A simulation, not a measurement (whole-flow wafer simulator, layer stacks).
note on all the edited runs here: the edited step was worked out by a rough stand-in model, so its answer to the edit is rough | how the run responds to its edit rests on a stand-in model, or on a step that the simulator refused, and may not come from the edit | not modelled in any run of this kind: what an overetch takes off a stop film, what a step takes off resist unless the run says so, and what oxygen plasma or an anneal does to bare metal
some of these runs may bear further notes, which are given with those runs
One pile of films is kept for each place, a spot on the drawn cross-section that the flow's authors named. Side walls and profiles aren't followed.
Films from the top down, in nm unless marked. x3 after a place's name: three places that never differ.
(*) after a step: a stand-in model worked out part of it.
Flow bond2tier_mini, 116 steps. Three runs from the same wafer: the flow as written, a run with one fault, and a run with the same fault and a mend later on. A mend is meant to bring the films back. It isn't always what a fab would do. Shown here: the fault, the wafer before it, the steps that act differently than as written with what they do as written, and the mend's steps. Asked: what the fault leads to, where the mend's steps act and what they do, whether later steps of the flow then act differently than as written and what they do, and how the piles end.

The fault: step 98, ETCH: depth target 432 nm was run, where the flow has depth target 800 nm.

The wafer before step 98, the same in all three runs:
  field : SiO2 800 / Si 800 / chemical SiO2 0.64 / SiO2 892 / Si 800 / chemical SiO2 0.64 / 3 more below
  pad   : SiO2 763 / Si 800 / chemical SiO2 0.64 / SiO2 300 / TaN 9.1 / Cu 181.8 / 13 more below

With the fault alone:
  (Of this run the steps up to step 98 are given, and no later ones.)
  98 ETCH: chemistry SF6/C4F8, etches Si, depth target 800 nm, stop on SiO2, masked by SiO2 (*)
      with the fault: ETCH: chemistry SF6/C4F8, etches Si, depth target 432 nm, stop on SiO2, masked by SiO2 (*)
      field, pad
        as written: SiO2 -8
        with the fault: SiO2 -4.32
  After step 98 the piles differ from the flow's only slightly at the places that both follow, by at most 2% or 0.5 nm, whichever is larger.

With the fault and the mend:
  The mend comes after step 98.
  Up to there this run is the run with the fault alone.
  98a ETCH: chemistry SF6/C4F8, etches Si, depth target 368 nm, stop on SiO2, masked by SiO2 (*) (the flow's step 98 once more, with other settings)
      field, pad
        SiO2 -3.68
  No later step of the flow acts differently than as written at any place that is followed.
  At the end the piles are the same as the flow's at every place that both follow.
